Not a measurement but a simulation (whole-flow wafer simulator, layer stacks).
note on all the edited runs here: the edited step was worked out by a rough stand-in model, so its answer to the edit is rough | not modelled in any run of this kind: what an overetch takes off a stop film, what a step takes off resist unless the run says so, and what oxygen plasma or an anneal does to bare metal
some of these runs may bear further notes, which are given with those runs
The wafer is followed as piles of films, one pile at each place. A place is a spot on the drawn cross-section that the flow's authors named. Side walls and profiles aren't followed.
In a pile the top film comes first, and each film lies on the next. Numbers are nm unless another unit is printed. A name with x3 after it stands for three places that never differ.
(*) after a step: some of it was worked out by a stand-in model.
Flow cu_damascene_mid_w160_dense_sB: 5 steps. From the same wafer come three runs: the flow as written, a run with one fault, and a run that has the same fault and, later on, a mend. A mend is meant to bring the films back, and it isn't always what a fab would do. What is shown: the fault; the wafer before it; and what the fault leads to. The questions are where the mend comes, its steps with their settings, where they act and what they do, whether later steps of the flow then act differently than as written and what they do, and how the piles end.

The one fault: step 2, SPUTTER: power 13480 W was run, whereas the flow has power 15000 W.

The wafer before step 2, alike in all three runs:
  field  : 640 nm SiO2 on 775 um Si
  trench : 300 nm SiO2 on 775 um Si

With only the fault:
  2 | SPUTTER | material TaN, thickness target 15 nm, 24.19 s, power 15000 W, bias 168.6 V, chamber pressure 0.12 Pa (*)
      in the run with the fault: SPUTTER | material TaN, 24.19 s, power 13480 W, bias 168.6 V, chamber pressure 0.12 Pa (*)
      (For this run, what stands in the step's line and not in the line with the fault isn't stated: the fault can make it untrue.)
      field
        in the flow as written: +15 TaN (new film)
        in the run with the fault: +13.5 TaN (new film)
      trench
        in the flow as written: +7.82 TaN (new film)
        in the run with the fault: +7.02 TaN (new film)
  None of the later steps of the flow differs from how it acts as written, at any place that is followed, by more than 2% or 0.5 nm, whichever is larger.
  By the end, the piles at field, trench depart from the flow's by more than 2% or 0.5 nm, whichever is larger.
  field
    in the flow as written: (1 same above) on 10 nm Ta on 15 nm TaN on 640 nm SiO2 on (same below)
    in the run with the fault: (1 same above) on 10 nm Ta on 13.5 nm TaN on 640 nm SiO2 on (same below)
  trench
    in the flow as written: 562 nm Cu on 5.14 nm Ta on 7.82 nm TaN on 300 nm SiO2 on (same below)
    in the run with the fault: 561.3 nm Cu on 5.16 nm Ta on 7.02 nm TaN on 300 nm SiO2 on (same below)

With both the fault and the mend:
  The mend follows step 2.
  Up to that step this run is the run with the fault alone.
  2a | SPUTTER | material TaN, thickness target 1.523 nm, 2.456 s, power 15000 W, bias 168.6 V, chamber pressure 0.12 Pa (*) (a further turn of the flow's step 2, with different settings)
      field
        +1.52 TaN
      trench
        +0.77 TaN
  None of the later steps of the flow differs from how it acts as written, at any place that is followed, by more than 2% or 0.5 nm, whichever is larger.
  The piles end only slightly different from the flow's at the places that both follow, by no more than 2% or 0.5 nm, whichever is larger.
